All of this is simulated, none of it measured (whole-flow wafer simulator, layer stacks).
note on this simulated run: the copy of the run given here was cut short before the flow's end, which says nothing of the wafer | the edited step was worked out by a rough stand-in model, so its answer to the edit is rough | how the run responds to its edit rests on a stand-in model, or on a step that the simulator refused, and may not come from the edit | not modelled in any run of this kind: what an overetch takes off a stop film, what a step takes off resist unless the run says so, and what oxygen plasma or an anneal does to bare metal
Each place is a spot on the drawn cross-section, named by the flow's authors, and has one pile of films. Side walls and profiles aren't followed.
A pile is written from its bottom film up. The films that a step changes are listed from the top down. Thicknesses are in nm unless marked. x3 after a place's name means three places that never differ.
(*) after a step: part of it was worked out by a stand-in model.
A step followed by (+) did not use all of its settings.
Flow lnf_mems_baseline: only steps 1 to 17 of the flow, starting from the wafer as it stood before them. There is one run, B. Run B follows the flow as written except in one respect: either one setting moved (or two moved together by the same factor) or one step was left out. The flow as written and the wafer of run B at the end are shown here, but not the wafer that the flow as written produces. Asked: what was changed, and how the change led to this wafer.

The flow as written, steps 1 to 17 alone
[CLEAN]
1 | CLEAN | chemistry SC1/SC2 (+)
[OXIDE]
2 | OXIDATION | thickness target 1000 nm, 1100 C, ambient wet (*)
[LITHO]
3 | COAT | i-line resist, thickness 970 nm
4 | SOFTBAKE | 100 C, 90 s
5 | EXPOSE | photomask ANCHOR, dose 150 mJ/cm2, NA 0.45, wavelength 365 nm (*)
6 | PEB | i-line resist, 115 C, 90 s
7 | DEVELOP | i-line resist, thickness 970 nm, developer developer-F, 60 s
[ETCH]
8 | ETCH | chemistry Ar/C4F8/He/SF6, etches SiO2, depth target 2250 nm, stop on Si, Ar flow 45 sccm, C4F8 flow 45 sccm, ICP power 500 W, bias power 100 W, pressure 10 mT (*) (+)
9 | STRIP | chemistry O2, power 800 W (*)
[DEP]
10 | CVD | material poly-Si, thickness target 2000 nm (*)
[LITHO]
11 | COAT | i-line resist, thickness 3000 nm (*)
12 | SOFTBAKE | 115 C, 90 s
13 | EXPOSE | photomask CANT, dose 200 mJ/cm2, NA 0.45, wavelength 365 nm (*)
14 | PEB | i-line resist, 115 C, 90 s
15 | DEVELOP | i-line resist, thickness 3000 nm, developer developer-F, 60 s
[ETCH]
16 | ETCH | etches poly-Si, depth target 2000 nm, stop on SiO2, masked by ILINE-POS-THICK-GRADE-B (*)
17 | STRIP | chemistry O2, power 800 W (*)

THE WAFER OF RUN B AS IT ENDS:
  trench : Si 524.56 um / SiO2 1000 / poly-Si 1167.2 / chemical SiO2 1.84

What caused this: step 16, ETCH: depth target 832 nm was run, though the flow has depth target 2000 nm.

How this came from the change, step by step:
  16 | ETCH | etches poly-Si, depth target 2000 nm, stop on SiO2, masked by ILINE-POS-THICK-GRADE-B (*)
      trench, char_slit: -832 poly-Si (in the flow as written it would be: -2000 poly-Si (all of it))
      field, anchor, beam: -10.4 i-line resist (in the flow as written it would be: -25 i-line resist)
  17 | STRIP | chemistry O2, power 800 W (*)
      trench, char_slit: +1.84 chemical SiO2 (new film), -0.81 poly-Si (in the flow as written it would be: nothing)
